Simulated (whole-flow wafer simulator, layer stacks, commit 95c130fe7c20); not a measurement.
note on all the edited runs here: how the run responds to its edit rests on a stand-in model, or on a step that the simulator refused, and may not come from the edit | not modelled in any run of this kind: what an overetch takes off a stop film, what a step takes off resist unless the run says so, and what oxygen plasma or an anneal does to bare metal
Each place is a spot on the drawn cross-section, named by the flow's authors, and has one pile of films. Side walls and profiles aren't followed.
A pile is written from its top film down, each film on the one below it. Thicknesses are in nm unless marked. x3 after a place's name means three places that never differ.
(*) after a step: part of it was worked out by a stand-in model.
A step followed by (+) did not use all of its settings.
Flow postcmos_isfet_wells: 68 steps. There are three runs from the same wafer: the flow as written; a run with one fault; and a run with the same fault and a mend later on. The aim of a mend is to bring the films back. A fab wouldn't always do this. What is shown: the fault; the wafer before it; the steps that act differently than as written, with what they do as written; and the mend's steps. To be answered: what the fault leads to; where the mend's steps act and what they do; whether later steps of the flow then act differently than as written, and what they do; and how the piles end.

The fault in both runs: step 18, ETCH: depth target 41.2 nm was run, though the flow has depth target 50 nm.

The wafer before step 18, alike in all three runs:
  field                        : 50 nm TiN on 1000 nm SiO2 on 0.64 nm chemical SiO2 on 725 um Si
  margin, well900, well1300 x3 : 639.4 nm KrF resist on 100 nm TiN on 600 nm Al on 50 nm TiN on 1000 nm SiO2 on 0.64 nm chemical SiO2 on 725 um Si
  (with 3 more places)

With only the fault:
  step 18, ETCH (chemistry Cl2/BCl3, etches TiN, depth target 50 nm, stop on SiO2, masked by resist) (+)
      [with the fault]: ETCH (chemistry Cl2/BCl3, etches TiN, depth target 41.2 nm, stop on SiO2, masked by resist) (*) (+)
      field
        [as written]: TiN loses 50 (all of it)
        [with the fault]: TiN loses 41.2
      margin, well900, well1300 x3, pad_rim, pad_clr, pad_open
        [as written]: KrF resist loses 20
        [with the fault]: KrF resist loses 16.5
  Steps further on in the flow that do not act as written (2 other steps are not shown; they differ only slightly, by no more than 2% or 0.5 nm, whichever is larger):
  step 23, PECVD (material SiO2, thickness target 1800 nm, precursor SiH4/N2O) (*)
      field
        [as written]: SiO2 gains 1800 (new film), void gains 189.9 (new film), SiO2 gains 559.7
        [with the fault]: SiO2 gains 1800 (new film), void gains 183.6 (new film), SiO2 gains 557.6 (new film)
  By the end, the piles at field depart from the flow's by more than 2% or 0.5 nm, whichever is larger.
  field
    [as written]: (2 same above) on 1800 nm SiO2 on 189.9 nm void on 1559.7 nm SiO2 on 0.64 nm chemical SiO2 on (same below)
    [with the fault]: (2 same above) on 1800 nm SiO2 on 183.6 nm void on 557.6 nm SiO2 on 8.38 nm TiN on 1000 nm SiO2 on 0.64 nm chemical SiO2 on (same below)

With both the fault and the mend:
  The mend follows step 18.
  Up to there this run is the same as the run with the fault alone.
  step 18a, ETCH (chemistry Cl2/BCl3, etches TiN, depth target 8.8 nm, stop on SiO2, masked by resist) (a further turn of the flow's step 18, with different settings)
      margin, well900, well1300 x3, pad_rim, pad_clr, pad_open
        KrF resist loses 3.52
      field
        TiN loses 8.8 (all of it)
  None of the later steps of the flow acts differently than as written at any place that is followed.
  The piles end the same as the flow's at every place that both follow.
